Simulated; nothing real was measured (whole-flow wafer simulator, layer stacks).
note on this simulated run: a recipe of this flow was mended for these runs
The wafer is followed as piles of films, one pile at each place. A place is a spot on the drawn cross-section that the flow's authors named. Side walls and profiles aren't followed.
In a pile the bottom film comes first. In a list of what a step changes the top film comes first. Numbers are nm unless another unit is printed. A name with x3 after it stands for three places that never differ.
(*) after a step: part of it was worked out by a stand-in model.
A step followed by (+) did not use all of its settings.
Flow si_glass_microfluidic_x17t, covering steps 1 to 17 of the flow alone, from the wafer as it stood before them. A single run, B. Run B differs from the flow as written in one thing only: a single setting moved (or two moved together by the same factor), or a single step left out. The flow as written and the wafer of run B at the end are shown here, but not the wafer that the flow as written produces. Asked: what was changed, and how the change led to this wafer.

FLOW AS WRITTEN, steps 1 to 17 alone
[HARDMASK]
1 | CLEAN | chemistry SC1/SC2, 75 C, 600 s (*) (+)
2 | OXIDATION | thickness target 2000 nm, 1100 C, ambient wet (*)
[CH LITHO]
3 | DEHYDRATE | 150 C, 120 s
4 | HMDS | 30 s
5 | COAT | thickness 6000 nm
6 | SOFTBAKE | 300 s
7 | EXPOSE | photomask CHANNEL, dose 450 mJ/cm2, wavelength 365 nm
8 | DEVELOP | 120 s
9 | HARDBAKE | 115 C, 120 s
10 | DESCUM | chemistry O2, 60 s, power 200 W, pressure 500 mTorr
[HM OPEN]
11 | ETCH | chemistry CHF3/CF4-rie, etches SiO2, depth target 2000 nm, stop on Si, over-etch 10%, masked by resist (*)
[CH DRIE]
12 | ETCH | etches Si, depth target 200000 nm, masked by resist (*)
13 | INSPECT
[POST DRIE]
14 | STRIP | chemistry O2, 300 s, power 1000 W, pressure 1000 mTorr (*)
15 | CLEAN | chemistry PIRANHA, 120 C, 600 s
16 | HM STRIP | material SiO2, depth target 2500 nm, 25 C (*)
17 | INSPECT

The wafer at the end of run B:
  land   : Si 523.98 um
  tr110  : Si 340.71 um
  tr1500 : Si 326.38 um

Cause: step 2, OXIDATION: 1155 C was run, whereas the flow has 1100 C.

The path from the change to this, step by step:
  2 | OXIDATION | thickness target 2000 nm, 1100 C, ambient wet (*)
      land, tr110, tr1500, tr15: +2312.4 SiO2 (new film), -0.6 chemical SiO2 (all of it), -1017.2 Si (in the flow as written it would be: +2000 SiO2 (new film), -0.6 chemical SiO2 (all of it), -879.7 Si)
  11 | ETCH | chemistry CHF3/CF4-rie, etches SiO2, depth target 2000 nm, stop on Si, over-etch 10%, masked by resist (*)
      tr110, tr1500, tr15: -2200 SiO2 (in the flow as written it would be: -2000 SiO2 (all of it), -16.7 Si)
  12 | ETCH | etches Si, depth target 200000 nm, masked by resist (*)
      tr110: -112.4 SiO2 (all of it), -183.26 um Si (in the flow as written it would be: -200.12 um Si)
      tr1500: -112.4 SiO2 (all of it), -197.6 um Si (in the flow as written it would be: -215.73 um Si)
      (also at 1 further place)
  16 | HM STRIP | material SiO2, depth target 2500 nm, 25 C (*)
      land: -2312.4 SiO2 (all of it) (in the flow as written it would be: -2000 SiO2 (all of it))
